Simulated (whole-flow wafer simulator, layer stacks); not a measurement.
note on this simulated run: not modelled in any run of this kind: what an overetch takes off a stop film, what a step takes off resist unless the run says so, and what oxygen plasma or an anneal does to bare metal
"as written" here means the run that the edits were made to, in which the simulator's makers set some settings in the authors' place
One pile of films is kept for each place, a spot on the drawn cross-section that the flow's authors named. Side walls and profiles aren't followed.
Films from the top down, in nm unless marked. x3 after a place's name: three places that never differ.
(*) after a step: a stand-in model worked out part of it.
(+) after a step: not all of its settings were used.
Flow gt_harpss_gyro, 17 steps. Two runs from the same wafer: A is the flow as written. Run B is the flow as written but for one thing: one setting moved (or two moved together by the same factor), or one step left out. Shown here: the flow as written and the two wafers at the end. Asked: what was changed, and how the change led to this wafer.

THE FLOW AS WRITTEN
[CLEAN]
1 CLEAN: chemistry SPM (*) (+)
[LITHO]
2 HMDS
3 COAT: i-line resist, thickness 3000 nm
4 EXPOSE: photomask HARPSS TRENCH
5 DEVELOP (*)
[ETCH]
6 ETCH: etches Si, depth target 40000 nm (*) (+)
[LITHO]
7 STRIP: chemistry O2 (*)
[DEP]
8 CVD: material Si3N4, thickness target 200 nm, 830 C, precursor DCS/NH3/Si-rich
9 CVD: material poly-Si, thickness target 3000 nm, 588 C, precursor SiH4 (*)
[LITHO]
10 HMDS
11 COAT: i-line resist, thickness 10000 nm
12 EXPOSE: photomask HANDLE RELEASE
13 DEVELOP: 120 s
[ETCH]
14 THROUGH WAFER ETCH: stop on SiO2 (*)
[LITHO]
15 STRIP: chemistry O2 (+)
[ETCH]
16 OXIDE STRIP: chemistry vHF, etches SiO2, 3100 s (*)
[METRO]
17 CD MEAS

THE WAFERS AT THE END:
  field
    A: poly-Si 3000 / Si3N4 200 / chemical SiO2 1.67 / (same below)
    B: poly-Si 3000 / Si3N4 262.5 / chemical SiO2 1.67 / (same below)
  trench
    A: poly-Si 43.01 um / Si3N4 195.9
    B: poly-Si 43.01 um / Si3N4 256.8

The cause: step 8, CVD: thickness target 262.5 nm was run, where the flow has thickness target 200 nm.
It can be read off the wafer: field has Si3N4 262.5, and step 8 as written asks for 200 nm.

How the change led to this, step by step:
  8 CVD: material Si3N4, thickness target 200 nm, 830 C, precursor DCS/NH3/Si-rich
      field: A Si3N4 +200 (new film) | B Si3N4 +262.5 (new film)
      trench: A Si3N4 +195.9 (new film) | B Si3N4 +256.8 (new film)
